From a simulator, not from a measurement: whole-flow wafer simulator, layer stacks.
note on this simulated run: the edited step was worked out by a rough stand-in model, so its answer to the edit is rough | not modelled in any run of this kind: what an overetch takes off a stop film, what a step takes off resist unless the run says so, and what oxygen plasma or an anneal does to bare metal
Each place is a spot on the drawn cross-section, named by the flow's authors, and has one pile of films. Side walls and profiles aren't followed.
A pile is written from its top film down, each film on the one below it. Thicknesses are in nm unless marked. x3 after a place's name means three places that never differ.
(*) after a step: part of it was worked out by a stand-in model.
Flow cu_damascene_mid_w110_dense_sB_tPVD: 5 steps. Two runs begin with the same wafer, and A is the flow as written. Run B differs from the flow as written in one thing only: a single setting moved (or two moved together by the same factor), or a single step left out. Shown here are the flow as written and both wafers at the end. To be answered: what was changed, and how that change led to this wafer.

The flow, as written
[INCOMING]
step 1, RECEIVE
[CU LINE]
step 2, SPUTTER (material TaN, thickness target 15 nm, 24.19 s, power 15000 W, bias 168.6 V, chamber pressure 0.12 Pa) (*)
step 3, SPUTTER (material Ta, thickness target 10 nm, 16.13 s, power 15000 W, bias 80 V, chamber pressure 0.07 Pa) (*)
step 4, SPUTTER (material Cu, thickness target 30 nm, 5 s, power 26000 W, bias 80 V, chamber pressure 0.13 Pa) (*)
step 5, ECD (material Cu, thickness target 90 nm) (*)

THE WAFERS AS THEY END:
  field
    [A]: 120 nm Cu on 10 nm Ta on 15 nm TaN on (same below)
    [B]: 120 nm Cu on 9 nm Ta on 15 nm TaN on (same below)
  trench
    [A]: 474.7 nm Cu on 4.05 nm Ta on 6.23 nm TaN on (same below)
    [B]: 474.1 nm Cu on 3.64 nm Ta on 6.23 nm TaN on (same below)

Cause: step 3, SPUTTER: 14.52 s was run, though the flow has 16.13 s.

The path from the change to this, step by step:
  step 3, SPUTTER (material Ta, thickness target 10 nm, 16.13 s, power 15000 W, bias 80 V, chamber pressure 0.07 Pa) (*)
      field: A Ta gains 10 (new film) | B Ta gains 9 (new film)
